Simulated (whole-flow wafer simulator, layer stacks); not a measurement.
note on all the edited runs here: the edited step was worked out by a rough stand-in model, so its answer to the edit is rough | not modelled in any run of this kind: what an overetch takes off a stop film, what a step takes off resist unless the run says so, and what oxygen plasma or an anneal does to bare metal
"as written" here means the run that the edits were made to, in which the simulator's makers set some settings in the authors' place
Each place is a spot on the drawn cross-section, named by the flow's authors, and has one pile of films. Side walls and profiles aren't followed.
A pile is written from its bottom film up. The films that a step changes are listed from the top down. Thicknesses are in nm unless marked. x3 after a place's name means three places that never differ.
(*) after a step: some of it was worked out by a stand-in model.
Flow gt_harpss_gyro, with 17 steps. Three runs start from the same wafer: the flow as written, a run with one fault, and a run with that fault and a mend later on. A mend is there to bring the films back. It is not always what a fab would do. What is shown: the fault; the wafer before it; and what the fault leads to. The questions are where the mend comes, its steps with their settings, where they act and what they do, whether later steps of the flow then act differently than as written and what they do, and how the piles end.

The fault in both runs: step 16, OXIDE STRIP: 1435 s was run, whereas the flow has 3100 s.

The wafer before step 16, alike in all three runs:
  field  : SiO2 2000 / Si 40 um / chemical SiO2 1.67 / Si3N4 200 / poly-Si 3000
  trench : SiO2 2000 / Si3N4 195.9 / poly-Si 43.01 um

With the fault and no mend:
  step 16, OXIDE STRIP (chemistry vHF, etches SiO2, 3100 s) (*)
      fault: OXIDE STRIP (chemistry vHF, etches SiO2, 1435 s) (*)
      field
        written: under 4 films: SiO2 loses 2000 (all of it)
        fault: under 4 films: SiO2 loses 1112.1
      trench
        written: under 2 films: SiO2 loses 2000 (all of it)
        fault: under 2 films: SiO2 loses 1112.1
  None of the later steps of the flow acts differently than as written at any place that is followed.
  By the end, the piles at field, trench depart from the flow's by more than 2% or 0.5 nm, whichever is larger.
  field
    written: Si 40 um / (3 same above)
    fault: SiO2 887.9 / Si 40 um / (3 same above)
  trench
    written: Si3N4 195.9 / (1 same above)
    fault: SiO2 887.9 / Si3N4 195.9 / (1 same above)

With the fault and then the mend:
  After step 17 comes the mend.
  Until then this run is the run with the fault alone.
  step 17a, OXIDE STRIP (chemistry vHF, etches SiO2, 1665 s) (*) (the flow's step 16, run once more with other settings)
      field
        under 4 films: SiO2 loses 887.9 (all of it)
      trench
        under 2 films: SiO2 loses 887.9 (all of it)
  None of the later steps of the flow acts differently than as written at any place that is followed.
  The piles end the same as the flow's at every place that both follow.
